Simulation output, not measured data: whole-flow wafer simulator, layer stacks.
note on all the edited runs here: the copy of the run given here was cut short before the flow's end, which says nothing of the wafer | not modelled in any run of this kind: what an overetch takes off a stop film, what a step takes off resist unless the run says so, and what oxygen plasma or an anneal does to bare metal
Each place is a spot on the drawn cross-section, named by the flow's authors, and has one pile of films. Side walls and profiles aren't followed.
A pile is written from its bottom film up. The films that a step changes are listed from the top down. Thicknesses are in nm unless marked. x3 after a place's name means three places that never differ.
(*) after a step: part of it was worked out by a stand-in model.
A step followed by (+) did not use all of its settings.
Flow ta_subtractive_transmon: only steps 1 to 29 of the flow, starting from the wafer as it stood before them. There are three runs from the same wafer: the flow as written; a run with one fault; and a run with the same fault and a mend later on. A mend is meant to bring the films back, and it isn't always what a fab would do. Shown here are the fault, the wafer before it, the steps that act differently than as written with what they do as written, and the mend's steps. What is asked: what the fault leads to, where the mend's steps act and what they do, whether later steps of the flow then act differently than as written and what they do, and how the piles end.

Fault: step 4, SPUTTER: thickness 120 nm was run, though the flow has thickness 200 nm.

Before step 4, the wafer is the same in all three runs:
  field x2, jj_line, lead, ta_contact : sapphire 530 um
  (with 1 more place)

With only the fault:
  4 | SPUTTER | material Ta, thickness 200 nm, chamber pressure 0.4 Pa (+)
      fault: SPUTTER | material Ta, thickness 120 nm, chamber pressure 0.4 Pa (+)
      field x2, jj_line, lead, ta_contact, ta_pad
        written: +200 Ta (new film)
        fault: +120 Ta (new film)
  Steps later in the flow that act otherwise than as written:
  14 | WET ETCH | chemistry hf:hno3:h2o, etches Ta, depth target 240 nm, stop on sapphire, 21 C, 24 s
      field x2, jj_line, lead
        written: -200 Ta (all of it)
        fault: -120 Ta (all of it)
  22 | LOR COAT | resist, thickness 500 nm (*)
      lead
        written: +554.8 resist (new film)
        fault: +533.8 resist (new film)
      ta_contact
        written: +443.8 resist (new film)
        fault: +465 resist (new film)
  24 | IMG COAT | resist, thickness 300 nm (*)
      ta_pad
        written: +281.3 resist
        fault: +288.6 resist
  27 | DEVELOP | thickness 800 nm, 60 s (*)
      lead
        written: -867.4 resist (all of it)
        fault: -841.3 resist (all of it)
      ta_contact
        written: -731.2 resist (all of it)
        fault: -757.7 resist (all of it)
  By the end, the piles at ta_contact, ta_pad depart from the flow's by more than 2% or 0.5 nm, whichever is larger.
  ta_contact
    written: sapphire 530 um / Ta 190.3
    fault: sapphire 530 um / Ta 110.3
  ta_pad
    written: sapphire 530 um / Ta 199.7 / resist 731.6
    fault: sapphire 530 um / Ta 119.7 / resist 744.4

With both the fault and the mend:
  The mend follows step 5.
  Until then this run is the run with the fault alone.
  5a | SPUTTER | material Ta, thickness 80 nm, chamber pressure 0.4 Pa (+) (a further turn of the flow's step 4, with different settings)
      field x2, jj_line, lead, ta_contact, ta_pad
        +80 Ta
  Every later step of the flow that is run acts as written at every place that is followed.
  By the end, the piles equal the flow's at every place that both follow.
